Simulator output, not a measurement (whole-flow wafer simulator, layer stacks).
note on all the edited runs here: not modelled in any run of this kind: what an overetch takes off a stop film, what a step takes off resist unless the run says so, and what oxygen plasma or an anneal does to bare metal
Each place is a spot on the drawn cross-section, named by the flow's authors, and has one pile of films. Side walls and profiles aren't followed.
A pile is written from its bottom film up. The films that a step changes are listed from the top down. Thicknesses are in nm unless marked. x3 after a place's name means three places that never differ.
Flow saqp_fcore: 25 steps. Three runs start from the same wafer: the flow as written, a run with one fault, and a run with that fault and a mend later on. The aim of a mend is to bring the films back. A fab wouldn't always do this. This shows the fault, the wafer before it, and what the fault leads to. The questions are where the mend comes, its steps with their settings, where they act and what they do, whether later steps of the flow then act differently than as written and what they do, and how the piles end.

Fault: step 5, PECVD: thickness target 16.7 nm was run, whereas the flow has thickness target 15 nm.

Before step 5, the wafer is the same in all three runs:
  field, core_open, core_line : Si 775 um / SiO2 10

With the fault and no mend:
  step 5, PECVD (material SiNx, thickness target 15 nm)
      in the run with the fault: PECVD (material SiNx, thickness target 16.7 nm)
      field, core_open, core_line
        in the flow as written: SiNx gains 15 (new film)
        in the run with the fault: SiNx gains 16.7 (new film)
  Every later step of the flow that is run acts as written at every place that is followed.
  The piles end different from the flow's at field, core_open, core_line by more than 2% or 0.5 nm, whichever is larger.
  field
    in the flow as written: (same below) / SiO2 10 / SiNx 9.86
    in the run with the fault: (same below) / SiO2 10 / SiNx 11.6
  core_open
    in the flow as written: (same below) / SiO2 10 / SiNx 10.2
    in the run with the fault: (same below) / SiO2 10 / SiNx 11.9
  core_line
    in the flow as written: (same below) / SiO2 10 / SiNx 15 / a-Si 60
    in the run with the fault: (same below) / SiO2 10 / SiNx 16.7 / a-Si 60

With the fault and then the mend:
  After step 5 comes the mend.
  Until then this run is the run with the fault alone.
  step 5a, ETCH (chemistry h3po4, depth target 19.2 nm)
      field, core_open, core_line
        SiNx loses 16.7 (all of it)
  step 5b, PECVD (material SiNx, thickness target 15 nm) (a further turn of the flow's step 5)
      field, core_open, core_line
        SiNx gains 15 (new film)
  Every later step of the flow that is run acts as written at every place that is followed.
  At every place that both follow, the piles at the end match the flow's.
